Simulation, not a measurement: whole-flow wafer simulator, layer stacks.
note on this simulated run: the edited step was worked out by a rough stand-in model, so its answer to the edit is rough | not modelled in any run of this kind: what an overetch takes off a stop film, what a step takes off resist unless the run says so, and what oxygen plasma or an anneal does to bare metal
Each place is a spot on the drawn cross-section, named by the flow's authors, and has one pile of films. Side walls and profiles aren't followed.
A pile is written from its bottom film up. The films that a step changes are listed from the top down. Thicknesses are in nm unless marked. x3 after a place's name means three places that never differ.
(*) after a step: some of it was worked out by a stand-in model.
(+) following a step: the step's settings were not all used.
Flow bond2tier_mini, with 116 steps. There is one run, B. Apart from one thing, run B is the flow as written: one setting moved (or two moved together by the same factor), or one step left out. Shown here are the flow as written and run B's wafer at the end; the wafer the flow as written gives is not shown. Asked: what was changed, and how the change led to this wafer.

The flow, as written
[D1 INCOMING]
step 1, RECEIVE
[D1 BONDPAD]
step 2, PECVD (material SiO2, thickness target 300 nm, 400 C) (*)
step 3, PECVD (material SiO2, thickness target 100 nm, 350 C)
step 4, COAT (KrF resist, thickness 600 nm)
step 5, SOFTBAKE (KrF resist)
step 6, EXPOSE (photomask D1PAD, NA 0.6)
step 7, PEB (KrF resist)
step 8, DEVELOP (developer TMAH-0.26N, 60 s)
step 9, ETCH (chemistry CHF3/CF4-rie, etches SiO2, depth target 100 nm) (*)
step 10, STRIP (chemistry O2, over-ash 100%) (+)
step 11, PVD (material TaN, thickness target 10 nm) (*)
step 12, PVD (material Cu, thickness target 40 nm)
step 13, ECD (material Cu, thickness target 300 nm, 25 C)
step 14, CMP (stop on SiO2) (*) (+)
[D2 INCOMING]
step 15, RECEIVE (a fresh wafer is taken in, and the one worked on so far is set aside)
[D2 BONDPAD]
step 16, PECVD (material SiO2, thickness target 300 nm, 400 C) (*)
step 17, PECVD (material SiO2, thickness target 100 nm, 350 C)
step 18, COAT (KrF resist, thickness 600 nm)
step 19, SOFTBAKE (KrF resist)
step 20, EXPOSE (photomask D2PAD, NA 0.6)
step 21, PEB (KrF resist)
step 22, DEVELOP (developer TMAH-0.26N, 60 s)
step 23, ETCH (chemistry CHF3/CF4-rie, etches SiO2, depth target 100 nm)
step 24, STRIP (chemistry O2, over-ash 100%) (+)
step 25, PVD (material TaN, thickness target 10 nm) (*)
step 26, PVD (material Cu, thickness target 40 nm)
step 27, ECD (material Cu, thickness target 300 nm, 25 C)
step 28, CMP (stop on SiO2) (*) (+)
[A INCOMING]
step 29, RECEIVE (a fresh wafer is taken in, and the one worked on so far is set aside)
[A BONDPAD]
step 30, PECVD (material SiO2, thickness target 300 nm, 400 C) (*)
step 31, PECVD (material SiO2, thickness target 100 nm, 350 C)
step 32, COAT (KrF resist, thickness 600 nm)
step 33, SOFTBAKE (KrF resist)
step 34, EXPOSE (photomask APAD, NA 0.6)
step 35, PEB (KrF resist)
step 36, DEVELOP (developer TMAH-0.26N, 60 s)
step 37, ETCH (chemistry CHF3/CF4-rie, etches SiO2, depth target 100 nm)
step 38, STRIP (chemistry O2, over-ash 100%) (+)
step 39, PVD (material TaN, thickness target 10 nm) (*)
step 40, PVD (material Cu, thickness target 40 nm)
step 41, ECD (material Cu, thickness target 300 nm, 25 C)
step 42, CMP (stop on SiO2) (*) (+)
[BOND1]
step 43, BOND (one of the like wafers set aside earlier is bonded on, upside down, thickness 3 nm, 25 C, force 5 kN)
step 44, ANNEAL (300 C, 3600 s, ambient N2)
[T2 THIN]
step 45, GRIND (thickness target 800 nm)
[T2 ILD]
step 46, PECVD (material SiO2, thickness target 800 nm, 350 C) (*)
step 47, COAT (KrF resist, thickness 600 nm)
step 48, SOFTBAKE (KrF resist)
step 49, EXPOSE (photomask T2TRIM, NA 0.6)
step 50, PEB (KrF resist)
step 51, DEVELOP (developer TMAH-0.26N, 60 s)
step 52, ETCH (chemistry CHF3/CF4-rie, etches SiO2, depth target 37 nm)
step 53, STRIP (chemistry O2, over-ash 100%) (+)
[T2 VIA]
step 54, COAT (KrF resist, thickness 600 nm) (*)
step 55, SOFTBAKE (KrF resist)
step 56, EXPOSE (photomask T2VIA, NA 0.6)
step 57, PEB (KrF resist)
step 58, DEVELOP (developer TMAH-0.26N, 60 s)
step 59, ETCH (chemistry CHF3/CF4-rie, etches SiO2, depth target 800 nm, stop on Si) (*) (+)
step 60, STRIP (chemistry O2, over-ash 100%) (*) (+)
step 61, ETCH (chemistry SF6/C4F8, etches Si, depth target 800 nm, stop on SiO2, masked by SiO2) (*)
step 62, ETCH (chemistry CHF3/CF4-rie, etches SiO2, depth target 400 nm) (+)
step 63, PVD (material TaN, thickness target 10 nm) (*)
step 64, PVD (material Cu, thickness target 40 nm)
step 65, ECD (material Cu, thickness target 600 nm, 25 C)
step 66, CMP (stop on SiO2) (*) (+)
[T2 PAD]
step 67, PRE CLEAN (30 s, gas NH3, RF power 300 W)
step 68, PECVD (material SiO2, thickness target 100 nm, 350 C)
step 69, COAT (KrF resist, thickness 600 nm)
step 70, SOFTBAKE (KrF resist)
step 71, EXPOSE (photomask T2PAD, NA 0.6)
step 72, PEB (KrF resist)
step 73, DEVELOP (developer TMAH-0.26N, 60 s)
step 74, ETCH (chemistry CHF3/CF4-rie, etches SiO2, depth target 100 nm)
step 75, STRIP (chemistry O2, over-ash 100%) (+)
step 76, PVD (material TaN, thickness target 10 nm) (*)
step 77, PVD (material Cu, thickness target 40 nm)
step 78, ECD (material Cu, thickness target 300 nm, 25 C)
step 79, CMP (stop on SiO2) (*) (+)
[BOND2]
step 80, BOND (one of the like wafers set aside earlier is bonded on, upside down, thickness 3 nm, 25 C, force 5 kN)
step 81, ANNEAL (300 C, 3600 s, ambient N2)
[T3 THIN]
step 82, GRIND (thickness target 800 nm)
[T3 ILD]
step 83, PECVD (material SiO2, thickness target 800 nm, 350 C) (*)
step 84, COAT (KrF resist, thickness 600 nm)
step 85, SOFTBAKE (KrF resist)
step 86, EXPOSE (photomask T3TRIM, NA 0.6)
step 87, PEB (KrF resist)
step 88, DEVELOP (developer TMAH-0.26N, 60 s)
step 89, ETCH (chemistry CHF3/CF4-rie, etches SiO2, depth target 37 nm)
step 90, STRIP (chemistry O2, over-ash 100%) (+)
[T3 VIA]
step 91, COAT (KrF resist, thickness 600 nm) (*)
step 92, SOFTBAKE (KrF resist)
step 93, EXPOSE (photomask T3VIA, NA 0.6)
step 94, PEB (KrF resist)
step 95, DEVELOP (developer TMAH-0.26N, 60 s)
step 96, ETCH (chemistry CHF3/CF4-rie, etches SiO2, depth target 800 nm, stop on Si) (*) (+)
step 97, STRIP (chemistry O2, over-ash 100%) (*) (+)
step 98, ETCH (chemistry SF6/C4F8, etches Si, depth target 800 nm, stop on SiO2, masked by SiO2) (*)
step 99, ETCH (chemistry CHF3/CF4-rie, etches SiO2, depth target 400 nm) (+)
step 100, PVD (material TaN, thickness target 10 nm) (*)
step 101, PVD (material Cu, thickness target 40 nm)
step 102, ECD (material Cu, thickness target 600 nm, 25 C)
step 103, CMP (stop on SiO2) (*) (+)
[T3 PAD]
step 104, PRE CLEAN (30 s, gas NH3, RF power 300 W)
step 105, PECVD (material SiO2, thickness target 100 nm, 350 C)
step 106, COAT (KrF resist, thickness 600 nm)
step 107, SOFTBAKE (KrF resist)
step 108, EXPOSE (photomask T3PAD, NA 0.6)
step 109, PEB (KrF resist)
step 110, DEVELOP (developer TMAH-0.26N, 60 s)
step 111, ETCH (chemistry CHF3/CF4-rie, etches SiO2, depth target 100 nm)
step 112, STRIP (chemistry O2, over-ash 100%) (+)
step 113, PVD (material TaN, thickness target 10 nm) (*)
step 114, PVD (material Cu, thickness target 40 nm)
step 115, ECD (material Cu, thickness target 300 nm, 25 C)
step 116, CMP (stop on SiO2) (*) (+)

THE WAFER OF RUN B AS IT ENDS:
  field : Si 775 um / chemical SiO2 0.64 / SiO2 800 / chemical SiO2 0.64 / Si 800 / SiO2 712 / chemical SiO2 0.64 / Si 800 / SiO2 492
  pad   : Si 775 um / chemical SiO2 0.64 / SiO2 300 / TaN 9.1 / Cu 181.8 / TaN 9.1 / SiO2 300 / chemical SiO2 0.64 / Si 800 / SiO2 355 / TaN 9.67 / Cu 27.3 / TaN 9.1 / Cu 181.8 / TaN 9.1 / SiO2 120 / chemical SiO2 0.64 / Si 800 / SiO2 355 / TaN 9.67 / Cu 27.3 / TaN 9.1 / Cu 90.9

What caused this: step 16, PECVD: thickness target 120 nm was run, though the flow has thickness target 300 nm.
The wafer lets one read it off: pad has SiO2 120, and step 16 as written asks for 300 nm.

Step by step, how the change led to this:
  step 16, PECVD (material SiO2, thickness target 300 nm, 400 C) (*)
      field, pad, via: +120 SiO2 (new film) (in the flow as written it would be: +300 SiO2 (new film))
  step 80, BOND (one of the like wafers set aside earlier is bonded on, upside down, thickness 3 nm, 25 C, force 5 kN)
      field: +775 um Si (new film), +0.64 chemical SiO2 (new film), +220 SiO2 (in the flow as written it would be: +775 um Si (new film), +0.64 chemical SiO2 (new film), +400 SiO2)
      pad: +775 um Si (new film), +0.64 chemical SiO2 (new film), +120 SiO2 (new film), +9.1 TaN (new film), +90.9 Cu (in the flow as written it would be: +775 um Si (new film), +0.64 chemical SiO2 (new film), +300 SiO2 (new film), +9.1 TaN (new film), +90.9 Cu)
